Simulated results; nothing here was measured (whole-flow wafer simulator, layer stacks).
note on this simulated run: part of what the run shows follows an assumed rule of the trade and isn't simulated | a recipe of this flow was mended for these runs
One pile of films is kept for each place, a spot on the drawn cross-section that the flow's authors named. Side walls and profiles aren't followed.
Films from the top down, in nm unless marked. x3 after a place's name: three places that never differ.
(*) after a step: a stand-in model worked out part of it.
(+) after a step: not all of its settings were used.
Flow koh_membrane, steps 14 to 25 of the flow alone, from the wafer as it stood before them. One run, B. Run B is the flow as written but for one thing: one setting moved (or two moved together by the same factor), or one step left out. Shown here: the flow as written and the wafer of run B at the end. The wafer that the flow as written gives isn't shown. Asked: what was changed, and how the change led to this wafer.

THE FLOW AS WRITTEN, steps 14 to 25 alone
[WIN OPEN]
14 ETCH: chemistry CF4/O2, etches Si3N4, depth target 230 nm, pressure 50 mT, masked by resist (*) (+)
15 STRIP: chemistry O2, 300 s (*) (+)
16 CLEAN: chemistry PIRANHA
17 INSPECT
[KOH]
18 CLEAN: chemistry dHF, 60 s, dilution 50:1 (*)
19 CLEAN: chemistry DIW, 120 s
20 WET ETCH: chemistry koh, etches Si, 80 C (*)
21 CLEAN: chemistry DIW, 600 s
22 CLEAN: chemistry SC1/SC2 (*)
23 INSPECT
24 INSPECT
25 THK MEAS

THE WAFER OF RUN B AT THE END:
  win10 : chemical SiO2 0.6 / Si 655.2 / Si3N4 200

The cause: step 14, ETCH: depth target 206 nm was run, where the flow has depth target 230 nm.

How the change led to this, step by step:
  14 ETCH: chemistry CF4/O2, etches Si3N4, depth target 230 nm, pressure 50 mT, masked by resist (*) (+)
      win20 x4, win10: Si3N4 -200 (all of it), chemical SiO2 -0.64 (all of it), Si -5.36 (as written it would be: Si3N4 -200 (all of it), chemical SiO2 -0.64 (all of it), Si -29.4)
      field: i-line-resist -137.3 (as written it would be: i-line-resist -153.3)
